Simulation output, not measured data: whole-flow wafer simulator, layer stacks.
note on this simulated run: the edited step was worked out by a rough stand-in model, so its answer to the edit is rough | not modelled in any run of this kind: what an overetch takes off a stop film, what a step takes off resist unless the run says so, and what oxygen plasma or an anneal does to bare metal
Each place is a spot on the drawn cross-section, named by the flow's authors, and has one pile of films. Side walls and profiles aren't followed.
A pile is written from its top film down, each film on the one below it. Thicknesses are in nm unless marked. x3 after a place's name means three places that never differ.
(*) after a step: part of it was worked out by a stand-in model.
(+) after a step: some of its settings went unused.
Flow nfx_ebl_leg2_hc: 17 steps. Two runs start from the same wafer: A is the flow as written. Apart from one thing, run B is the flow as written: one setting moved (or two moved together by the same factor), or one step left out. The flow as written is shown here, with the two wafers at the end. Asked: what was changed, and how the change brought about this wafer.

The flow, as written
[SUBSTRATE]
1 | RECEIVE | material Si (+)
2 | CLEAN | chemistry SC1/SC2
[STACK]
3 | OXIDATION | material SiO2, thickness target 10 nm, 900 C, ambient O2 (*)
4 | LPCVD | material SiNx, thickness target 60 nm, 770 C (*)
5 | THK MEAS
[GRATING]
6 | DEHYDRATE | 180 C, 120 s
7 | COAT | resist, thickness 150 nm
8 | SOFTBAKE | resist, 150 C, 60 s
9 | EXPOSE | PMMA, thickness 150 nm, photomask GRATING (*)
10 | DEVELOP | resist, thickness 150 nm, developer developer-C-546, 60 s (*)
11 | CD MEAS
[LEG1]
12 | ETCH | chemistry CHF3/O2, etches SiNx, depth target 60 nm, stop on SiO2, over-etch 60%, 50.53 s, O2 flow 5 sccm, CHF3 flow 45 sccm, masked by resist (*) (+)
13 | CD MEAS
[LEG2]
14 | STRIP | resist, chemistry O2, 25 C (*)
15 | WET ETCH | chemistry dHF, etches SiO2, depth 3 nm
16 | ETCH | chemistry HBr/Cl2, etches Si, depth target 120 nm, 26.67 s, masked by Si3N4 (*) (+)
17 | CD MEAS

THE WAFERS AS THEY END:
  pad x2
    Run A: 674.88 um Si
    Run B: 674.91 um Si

Cause: step 16, ETCH: depth target 84 nm was run, though the flow has depth target 120 nm.

Step by step, how the change led to this:
  16 | ETCH | chemistry HBr/Cl2, etches Si, depth target 120 nm, 26.67 s, masked by Si3N4 (*) (+)
      pad x2: A -120 Si | B -84 Si
